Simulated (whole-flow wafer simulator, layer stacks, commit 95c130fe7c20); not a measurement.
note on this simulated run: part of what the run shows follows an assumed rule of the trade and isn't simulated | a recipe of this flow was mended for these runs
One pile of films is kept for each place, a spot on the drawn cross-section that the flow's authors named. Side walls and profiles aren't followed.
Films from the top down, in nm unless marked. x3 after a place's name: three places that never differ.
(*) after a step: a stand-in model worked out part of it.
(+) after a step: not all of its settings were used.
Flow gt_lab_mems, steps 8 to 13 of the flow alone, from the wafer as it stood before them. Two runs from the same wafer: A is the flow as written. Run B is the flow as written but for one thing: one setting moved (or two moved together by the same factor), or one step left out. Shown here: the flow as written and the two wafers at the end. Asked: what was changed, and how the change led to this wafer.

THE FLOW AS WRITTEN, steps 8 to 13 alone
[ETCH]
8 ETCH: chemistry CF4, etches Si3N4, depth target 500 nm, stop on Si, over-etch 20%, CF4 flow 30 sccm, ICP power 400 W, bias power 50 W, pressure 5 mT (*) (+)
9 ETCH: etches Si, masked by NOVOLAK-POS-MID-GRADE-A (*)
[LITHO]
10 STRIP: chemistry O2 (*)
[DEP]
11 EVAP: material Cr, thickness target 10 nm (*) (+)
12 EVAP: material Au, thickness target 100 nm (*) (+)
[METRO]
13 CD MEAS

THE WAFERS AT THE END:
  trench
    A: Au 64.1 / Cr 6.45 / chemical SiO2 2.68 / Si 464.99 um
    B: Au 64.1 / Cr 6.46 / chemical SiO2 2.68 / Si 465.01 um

The cause: step 8, ETCH: over-etch 11% was run, where the flow has over-etch 20%.

How the change led to this, step by step:
  8 ETCH: chemistry CF4, etches Si3N4, depth target 500 nm, stop on Si, over-etch 20%, CF4 flow 30 sccm, ICP power 400 W, bias power 50 W, pressure 5 mT (*) (+)
      field: A g/i-line-resist -400 | B g/i-line-resist -370
      trench: A Si3N4 -500 (all of it), chemical SiO2 -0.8 (all of it), Si -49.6 | B Si3N4 -500 (all of it), chemical SiO2 -0.8 (all of it), Si -27.1
  10 STRIP: chemistry O2 (*)
      field: A g/i-line-resist -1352 (all of it) | B g/i-line-resist -1382 (all of it)
